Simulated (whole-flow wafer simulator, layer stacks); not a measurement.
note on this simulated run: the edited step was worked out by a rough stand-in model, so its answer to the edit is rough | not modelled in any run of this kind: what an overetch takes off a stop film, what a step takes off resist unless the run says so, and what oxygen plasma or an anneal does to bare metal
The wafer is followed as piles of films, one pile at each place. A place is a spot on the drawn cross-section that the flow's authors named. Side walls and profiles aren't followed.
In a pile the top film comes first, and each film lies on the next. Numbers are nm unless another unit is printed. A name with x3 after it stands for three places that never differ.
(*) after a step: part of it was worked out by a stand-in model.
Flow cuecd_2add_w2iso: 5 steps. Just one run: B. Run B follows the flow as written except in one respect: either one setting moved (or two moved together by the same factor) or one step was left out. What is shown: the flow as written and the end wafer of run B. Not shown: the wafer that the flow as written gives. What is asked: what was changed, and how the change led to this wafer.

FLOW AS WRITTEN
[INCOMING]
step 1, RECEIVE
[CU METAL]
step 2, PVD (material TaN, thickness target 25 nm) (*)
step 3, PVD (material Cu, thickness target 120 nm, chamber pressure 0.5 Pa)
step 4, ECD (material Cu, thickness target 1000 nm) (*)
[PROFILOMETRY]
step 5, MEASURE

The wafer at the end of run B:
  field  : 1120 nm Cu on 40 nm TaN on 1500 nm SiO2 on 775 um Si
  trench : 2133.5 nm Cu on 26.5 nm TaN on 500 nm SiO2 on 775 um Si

The reason: step 2, PVD: thickness target 40 nm was run, while the flow as written has thickness target 25 nm.
One can read it off the wafer: field has TaN 40, and step 2 as written asks for 25 nm.

How this came from the change, step by step:
  step 2, PVD (material TaN, thickness target 25 nm) (*)
      field: +40 TaN (new film) (as written it would have been: +25 TaN (new film))
      trench: +26.5 TaN (new film) (as written it would have been: +16.6 TaN (new film))
